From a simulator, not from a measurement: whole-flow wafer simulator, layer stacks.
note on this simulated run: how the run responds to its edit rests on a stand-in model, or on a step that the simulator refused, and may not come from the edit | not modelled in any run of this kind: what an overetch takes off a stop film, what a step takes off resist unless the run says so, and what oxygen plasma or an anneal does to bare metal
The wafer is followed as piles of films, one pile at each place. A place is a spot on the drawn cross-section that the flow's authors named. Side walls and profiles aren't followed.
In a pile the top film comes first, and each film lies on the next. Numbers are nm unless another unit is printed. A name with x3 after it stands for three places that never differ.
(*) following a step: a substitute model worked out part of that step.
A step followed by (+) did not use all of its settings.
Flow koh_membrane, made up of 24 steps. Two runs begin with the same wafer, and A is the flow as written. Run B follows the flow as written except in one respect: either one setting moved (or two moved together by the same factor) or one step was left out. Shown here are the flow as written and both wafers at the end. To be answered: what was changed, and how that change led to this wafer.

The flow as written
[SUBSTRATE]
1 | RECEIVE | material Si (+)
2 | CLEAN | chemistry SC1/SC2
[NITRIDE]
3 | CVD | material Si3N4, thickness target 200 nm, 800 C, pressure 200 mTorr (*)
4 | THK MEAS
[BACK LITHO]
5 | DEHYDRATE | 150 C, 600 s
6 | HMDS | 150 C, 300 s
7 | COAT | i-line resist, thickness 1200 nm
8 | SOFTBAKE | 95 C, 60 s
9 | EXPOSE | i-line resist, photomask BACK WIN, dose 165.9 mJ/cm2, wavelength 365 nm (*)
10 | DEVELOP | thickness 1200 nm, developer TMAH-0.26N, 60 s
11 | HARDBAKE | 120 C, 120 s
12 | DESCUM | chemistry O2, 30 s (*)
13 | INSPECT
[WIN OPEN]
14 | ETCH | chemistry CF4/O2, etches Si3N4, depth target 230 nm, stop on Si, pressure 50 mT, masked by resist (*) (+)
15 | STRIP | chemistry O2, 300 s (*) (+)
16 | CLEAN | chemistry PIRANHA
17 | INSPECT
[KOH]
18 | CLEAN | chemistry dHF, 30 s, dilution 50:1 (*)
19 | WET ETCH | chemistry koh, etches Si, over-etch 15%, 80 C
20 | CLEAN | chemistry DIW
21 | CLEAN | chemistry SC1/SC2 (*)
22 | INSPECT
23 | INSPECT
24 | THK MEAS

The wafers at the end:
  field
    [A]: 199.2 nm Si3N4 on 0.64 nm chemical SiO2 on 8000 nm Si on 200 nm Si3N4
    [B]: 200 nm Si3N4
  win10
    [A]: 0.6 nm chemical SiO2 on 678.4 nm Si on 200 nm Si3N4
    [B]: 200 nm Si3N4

Cause: step 3, CVD: material Si3N4, thickness target 200 nm, 800 C, pressure 200 mTorr (*), was not run.

The path from the change to this, step by step:
  12 | DESCUM | chemistry O2, 30 s (*)
      win20 x4, win10: A nothing | B chemical SiO2 gains 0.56, Si loses 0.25
  14 | ETCH | chemistry CF4/O2, etches Si3N4, depth target 230 nm, stop on Si, pressure 50 mT, masked by resist (*) (+)
      win20 x4, win10: A Si3N4 loses 200 (all of it), chemical SiO2 loses 0.64 (all of it) | B chemical SiO2 loses 1.21 (all of it)
  15 | STRIP | chemistry O2, 300 s (*) (+)
      field: A i-line resist loses 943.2 (all of it) | B i-line resist loses 943.2 (all of it), chemical SiO2 gains 2.34, Si loses 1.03
  18 | CLEAN | chemistry dHF, 30 s, dilution 50:1 (*)
      field: A Si3N4 loses 0.81 | B chemical SiO2 loses 2.22
  19 | WET ETCH | chemistry koh, etches Si, over-etch 15%, 80 C
      field: A nothing | B chemical SiO2 loses 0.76 (all of it), Si loses 7999 (all of it)
      win10: A Si loses 7320 | B Si loses 7998.4 (all of it)
  21 | CLEAN | chemistry SC1/SC2 (*)
      win10: A chemical SiO2 gains 0.6 (new film), Si loses 0.26 | B nothing
